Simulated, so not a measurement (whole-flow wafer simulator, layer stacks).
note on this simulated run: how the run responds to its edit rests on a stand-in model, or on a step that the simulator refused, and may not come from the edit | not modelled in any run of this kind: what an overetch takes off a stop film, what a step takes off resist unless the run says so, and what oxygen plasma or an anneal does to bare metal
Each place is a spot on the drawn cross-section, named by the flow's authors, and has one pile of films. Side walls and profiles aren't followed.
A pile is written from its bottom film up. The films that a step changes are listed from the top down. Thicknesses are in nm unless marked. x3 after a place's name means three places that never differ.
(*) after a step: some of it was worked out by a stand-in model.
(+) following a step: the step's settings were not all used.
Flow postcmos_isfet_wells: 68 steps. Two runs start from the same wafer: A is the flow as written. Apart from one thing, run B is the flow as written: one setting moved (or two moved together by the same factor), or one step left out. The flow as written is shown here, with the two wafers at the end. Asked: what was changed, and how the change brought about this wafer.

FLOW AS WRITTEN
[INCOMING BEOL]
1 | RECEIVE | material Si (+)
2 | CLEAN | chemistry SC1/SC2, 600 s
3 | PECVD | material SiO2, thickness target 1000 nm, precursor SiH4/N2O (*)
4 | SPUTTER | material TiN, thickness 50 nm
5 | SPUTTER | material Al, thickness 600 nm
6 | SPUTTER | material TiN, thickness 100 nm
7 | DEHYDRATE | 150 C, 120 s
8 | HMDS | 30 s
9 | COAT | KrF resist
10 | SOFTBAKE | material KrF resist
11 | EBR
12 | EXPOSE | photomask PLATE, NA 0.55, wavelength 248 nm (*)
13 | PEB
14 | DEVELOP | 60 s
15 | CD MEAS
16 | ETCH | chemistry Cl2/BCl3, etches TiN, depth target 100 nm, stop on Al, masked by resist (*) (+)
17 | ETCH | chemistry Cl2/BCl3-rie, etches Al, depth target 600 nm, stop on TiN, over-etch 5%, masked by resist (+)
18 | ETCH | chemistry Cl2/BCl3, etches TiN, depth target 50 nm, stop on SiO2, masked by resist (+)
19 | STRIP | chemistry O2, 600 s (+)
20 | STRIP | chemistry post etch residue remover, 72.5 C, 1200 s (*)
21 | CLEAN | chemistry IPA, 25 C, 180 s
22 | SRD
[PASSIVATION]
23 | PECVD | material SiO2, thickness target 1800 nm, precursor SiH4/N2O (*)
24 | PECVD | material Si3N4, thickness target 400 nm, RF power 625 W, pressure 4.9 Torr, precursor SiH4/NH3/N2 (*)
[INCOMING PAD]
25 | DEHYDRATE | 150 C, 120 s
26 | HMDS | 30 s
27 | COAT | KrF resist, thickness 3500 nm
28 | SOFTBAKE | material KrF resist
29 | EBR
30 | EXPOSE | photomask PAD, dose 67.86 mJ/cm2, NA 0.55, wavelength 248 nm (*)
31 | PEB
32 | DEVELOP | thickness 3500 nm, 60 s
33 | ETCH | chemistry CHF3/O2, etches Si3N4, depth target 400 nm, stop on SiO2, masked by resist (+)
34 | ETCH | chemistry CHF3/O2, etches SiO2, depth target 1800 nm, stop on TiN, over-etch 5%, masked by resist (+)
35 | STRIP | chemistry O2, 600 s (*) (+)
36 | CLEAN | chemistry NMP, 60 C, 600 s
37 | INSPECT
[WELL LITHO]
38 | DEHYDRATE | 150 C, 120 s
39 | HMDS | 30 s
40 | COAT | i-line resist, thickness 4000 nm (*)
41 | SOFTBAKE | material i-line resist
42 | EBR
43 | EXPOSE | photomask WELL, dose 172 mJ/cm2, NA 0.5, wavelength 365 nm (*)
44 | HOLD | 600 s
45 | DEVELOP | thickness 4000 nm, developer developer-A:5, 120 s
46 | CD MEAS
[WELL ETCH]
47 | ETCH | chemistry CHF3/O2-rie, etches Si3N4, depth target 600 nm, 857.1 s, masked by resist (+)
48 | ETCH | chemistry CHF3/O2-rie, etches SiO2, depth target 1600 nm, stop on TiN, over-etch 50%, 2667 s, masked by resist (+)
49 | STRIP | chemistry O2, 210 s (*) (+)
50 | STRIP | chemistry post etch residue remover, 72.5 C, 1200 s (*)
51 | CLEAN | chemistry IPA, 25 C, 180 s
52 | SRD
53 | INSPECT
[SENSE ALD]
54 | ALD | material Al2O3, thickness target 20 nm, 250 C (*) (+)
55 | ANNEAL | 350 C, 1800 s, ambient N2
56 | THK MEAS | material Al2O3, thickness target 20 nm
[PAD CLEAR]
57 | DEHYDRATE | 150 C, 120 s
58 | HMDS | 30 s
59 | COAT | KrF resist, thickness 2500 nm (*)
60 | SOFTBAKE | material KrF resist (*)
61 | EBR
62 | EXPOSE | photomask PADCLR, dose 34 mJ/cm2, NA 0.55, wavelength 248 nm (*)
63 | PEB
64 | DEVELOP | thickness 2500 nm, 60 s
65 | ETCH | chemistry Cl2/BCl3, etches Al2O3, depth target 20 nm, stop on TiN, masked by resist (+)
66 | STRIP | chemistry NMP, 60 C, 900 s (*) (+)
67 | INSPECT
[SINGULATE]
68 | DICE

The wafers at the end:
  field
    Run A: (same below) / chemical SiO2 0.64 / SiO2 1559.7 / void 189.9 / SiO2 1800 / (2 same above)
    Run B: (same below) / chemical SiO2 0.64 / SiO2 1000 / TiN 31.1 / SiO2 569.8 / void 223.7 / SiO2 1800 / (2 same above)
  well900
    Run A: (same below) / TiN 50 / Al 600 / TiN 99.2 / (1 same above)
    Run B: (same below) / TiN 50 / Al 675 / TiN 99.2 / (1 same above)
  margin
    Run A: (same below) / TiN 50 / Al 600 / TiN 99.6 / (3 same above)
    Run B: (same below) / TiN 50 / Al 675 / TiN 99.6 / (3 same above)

What caused this: step 5, SPUTTER: thickness 675 nm was run, though the flow has thickness 600 nm.
The wafer itself shows it: well900 has Al 675, and step 5 as written asks for 600 nm.

How this came from the change, step by step:
  5 | SPUTTER | material Al, thickness 600 nm
      field, margin, well900 and 6 more: A +600 Al (new film) | B +675 Al (new film)
  17 | ETCH | chemistry Cl2/BCl3-rie, etches Al, depth target 600 nm, stop on TiN, over-etch 5%, masked by resist (+)
      field: A -600 Al (all of it) | B -600 Al
  18 | ETCH | chemistry Cl2/BCl3, etches TiN, depth target 50 nm, stop on SiO2, masked by resist (+)
      field: A -50 TiN (all of it) | B -75 Al (all of it), -18.5 TiN
  23 | PECVD | material SiO2, thickness target 1800 nm, precursor SiH4/N2O (*)
      field: A +1800 SiO2 (new film), +189.9 void (new film), +559.7 SiO2 | B +1800 SiO2 (new film), +223.7 void (new film), +569.8 SiO2 (new film)
Taking metal films that touch as one body, field has 1 body; the flow as written gives 0 bodies.
